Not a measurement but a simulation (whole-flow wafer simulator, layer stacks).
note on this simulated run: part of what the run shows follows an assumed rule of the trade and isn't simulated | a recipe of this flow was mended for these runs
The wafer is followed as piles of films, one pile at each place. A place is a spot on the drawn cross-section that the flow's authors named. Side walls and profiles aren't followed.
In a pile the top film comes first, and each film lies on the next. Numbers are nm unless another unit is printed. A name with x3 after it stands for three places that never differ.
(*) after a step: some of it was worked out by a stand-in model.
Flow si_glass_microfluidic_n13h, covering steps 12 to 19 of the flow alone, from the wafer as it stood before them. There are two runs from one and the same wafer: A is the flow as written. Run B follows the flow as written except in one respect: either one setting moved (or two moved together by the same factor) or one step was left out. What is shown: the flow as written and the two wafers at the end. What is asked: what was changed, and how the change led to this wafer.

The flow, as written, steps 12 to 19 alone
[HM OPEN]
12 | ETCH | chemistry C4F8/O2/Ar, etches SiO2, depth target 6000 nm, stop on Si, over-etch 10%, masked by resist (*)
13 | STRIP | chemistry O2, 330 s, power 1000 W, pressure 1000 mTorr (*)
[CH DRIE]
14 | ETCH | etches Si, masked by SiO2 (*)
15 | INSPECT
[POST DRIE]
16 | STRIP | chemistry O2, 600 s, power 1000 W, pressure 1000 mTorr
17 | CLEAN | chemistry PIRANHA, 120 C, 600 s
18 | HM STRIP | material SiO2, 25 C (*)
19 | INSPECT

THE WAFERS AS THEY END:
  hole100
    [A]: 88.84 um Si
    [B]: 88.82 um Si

What caused this: step 12, ETCH: over-etch 12.3% was run, whereas the flow has over-etch 10%.

The path from the change to this, step by step:
  12 | ETCH | chemistry C4F8/O2/Ar, etches SiO2, depth target 6000 nm, stop on Si, over-etch 10%, masked by resist (*)
      land: A -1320 thick-i-line-resist | B -1347.6 thick-i-line-resist
      hole100: A -6000 SiO2 (all of it), -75 Si | B -6000 SiO2 (all of it), -92.2 Si
